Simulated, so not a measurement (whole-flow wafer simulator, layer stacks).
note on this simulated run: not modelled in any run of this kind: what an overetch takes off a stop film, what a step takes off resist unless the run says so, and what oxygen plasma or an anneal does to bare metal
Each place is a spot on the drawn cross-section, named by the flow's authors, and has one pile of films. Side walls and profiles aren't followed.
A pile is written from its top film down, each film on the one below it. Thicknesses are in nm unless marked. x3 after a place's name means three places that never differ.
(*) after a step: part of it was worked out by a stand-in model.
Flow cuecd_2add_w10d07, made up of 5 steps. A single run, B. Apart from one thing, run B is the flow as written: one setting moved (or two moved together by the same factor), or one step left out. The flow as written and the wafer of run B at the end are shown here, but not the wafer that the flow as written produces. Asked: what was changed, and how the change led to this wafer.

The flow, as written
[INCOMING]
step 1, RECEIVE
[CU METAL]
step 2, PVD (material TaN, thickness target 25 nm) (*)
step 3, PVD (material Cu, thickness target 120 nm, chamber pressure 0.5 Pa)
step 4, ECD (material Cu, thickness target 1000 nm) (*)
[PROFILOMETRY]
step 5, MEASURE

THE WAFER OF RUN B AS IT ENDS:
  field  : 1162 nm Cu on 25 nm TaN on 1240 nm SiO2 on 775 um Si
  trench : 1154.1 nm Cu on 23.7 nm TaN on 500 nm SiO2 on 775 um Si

Cause: step 3, PVD: thickness target 162 nm was run, whereas the flow has thickness target 120 nm.

How this came from the change, step by step:
  step 3, PVD (material Cu, thickness target 120 nm, chamber pressure 0.5 Pa)
      field: +162 Cu (new film) (in the flow as written it would be: +120 Cu (new film))
      trench: +154.1 Cu (new film) (in the flow as written it would be: +114 Cu (new film))
